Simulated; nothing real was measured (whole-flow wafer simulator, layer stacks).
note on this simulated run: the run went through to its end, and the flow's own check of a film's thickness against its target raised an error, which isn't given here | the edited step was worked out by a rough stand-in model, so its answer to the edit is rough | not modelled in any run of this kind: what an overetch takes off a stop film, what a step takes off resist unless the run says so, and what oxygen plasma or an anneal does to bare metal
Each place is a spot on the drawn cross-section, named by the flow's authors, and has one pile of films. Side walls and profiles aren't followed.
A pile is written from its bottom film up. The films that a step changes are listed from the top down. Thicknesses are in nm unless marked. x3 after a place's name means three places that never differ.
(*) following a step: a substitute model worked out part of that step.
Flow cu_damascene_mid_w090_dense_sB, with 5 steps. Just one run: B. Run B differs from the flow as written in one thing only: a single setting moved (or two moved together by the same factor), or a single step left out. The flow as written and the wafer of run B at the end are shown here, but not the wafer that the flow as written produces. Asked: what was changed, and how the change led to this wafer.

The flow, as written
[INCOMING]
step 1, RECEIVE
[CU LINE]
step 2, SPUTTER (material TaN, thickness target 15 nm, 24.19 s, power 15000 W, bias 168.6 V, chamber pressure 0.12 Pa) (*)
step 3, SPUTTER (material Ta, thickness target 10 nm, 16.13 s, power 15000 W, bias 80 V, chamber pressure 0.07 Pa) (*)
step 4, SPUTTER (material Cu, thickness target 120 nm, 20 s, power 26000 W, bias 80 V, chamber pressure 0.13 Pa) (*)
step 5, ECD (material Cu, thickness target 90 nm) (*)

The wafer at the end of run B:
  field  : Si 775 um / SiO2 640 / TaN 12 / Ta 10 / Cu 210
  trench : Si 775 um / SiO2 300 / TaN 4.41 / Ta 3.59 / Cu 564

The reason: step 2, SPUTTER: thickness target 12 nm was run, while the flow as written has thickness target 15 nm; step 2, SPUTTER: 19.35 s was run, where the flow has 24.19 s.
One can read it off the wafer: field has TaN 12, and step 2 as written asks for 15 nm.

How this came from the change, step by step:
  step 2, SPUTTER (material TaN, thickness target 15 nm, 24.19 s, power 15000 W, bias 168.6 V, chamber pressure 0.12 Pa) (*)
      field: TaN gains 12 (new film) (it would be, as written: TaN gains 15 (new film))
      trench: TaN gains 4.41 (new film) (it would be, as written: TaN gains 5.51 (new film))
